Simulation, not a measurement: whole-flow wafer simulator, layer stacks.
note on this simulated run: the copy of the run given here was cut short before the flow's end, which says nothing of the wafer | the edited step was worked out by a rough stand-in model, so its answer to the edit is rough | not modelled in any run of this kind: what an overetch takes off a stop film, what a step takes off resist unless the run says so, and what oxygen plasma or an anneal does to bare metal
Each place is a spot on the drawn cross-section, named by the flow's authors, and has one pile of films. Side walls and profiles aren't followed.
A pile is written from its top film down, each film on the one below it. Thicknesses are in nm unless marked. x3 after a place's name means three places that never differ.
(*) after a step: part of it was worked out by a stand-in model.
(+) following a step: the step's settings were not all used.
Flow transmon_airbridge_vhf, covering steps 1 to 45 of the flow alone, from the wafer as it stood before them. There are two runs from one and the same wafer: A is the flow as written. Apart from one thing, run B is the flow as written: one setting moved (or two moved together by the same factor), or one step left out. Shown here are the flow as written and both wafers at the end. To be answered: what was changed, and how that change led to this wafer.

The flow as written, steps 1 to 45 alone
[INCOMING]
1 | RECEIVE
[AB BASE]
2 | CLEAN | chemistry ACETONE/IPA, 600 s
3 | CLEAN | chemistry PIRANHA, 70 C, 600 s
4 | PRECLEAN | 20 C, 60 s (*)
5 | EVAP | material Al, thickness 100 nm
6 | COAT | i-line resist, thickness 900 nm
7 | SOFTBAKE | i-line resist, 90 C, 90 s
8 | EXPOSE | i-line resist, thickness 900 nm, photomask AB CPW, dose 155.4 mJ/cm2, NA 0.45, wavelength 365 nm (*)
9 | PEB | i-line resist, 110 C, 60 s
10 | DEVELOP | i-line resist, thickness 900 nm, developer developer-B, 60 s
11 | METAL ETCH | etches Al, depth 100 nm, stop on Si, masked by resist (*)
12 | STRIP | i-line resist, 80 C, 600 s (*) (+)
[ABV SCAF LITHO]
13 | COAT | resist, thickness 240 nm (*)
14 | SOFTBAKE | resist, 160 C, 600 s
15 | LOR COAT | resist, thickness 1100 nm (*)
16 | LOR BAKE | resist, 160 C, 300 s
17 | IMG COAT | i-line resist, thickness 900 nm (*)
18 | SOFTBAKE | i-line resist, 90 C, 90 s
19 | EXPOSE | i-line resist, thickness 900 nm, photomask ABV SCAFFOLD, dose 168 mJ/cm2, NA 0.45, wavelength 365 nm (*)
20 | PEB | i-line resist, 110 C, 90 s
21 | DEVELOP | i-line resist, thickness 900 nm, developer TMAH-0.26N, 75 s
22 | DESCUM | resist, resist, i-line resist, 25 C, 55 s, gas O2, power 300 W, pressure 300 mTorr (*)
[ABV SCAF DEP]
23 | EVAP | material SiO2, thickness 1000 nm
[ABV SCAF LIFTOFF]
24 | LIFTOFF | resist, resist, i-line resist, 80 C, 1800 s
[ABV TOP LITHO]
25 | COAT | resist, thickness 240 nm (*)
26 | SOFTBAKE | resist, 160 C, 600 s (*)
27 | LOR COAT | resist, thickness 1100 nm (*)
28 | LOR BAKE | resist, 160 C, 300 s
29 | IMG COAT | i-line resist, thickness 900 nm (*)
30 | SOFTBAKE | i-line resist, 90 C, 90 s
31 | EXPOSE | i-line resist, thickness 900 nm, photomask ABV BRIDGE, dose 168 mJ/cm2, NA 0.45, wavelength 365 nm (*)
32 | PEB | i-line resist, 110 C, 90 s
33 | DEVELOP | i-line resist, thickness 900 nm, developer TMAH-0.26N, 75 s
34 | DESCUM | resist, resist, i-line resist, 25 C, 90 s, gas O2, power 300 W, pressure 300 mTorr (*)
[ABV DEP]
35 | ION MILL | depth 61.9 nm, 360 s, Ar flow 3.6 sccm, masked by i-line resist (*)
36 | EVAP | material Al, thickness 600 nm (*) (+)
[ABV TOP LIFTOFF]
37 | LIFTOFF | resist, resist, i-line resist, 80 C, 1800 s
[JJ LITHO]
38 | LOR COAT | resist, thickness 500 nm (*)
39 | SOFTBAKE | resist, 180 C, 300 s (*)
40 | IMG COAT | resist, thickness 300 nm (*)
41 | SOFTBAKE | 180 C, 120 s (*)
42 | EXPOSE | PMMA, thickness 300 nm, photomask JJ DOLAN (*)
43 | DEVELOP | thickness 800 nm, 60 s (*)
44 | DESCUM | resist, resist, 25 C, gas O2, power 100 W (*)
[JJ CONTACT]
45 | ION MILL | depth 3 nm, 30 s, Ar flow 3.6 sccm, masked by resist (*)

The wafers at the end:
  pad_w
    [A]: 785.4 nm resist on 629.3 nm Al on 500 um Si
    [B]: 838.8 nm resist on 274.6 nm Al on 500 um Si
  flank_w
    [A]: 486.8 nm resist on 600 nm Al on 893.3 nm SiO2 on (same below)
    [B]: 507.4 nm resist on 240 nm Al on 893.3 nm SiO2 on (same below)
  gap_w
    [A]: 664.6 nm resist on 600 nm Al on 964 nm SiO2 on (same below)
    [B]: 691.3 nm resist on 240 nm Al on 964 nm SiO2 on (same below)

The reason: step 36, EVAP: thickness 240 nm was run, whereas the flow has thickness 600 nm.
One can read it off the wafer: flank_w has Al 240, and step 36 as written asks for 600 nm.

Step by step, how the change led to this:
  36 | EVAP | material Al, thickness 600 nm (*) (+)
      field x3, jj_line, ground_far and 10 more: A +600 Al (new film) | B +240 Al (new film)
      pad_w, pad_e: A +591.2 Al | B +236.5 Al
  37 | LIFTOFF | resist, resist, i-line resist, 80 C, 1800 s
      field x3, jj_line, trace_open_s x2: A -600 Al (all of it), -600 i-line resist (all of it), -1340 resist (all of it) | B -240 Al (all of it), -600 i-line resist (all of it), -1340 resist (all of it)
      margin_s, margin_n: A -600 Al (all of it), -318.3 i-line resist (all of it), -992 resist (all of it) | B -240 Al (all of it), -318.3 i-line resist (all of it), -992 resist (all of it)
      (and at 1 other place as well)
  38 | LOR COAT | resist, thickness 500 nm (*)
      pad_w, pad_e: A +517 resist (new film) | B +552.7 resist (new film)
      flank_w, flank_e: A +306.5 resist (new film) | B +314.8 resist (new film)
      (and at 6 other places as well)
  40 | IMG COAT | resist, thickness 300 nm (*)
      pad_w, pad_e: A +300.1 resist | B +317.9 resist
      flank_w, flank_e: A +212.1 resist | B +224.4 resist
      (and at 6 other places as well)
